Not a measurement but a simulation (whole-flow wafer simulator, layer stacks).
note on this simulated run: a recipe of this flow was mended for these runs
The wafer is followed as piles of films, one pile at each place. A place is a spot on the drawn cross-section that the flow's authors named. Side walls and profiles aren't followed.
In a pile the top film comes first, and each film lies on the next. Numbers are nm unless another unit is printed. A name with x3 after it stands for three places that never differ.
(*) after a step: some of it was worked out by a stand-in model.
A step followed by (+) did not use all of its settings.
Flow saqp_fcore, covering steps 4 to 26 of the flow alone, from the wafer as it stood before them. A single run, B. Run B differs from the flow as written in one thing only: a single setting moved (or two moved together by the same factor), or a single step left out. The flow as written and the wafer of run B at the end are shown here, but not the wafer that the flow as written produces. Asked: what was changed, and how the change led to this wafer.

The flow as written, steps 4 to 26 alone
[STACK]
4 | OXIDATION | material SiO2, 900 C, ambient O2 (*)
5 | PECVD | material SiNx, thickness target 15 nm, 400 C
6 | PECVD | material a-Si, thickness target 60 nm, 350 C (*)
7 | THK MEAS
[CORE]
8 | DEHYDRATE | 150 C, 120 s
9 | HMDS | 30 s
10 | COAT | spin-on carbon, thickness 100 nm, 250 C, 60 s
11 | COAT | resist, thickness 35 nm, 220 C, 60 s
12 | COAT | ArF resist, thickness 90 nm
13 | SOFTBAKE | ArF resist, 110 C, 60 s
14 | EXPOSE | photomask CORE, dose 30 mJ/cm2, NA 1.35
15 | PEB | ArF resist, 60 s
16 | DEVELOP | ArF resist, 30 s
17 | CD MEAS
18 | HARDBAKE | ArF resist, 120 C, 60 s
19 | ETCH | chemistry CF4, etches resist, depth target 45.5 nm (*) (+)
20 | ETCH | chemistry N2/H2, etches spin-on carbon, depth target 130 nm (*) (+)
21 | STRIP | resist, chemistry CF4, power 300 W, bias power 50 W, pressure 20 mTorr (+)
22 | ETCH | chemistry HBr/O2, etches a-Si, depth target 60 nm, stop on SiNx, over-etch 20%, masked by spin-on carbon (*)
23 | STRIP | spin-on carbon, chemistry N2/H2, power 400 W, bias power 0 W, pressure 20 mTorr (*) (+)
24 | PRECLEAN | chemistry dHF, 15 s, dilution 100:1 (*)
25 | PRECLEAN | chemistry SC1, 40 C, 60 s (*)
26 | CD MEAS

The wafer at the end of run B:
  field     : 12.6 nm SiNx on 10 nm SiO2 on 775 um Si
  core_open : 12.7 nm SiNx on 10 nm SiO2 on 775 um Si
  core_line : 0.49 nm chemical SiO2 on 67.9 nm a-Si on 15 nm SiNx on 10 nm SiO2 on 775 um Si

Cause: step 6, PECVD: thickness target 68.6 nm was run, while the flow as written has thickness target 60 nm.

How this came from the change, step by step:
  6 | PECVD | material a-Si, thickness target 60 nm, 350 C (*)
      field, core_open, core_line: +68.6 a-Si (new film) (it would be, as written: +60 a-Si (new film))
  22 | ETCH | chemistry HBr/O2, etches a-Si, depth target 60 nm, stop on SiNx, over-etch 20%, masked by spin-on carbon (*)
      field: -45.4 a-Si (all of it), -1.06 SiNx (it would be, as written: -36.8 a-Si (all of it), -1.41 SiNx)
      core_open: -48 a-Si (all of it), -0.96 SiNx (it would be, as written: -39.4 a-Si (all of it), -1.3 SiNx)
      (and at 1 other place as well)
  23 | STRIP | spin-on carbon, chemistry N2/H2, power 400 W, bias power 0 W, pressure 20 mTorr (*) (+)
      core_line: -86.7 spin-on carbon (all of it) (it would be, as written: -88.8 spin-on carbon (all of it))
